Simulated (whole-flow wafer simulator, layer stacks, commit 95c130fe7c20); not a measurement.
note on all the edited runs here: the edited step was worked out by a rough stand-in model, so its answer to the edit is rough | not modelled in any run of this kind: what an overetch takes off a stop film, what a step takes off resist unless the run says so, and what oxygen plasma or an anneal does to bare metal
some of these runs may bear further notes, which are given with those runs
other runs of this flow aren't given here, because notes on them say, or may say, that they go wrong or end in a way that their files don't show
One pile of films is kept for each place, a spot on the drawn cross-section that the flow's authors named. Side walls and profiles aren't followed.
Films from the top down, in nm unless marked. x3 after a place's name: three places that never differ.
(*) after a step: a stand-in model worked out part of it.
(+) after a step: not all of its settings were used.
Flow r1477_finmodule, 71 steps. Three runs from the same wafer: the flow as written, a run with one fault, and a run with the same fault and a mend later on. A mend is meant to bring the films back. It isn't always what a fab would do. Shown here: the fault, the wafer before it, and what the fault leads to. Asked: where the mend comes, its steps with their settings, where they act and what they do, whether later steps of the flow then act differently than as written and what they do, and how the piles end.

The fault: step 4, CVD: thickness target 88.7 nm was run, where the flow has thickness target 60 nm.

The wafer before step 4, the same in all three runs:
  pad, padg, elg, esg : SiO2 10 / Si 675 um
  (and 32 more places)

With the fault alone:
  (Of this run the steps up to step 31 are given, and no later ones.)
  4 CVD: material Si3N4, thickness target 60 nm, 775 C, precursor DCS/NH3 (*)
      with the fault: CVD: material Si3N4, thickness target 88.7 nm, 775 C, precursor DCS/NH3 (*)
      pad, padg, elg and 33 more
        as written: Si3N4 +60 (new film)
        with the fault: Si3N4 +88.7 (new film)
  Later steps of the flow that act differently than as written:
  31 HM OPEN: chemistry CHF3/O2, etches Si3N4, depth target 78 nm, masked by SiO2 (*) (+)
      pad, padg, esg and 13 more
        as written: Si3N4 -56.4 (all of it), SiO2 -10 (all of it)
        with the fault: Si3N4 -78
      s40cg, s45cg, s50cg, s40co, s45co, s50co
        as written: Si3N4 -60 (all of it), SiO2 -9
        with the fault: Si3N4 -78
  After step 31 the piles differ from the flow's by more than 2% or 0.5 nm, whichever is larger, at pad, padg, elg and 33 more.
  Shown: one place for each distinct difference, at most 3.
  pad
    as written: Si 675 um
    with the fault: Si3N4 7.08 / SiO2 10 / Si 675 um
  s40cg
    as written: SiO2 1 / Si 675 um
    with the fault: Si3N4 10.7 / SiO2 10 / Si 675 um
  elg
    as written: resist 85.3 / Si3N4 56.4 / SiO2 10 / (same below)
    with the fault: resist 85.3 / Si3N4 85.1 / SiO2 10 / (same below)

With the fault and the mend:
  The mend comes after step 5.
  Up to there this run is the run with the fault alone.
  5a ETCH: chemistry h3po4, depth target 102 nm
      pad, padg, elg and 33 more
        Si3N4 -88.7 (all of it)
  5b CLEAN: chemistry SC1/SC2 (the flow's step 2 once more)
      changes no film at any place that is followed
  5c CVD: material Si3N4, thickness target 60 nm, 775 C, precursor DCS/NH3 (*) (the flow's step 4 once more)
      pad, padg, elg and 33 more
        Si3N4 +60 (new film)
  No later step of the flow acts differently than as written at any place that is followed.
  At the end the piles are the same as the flow's at every place that both follow.
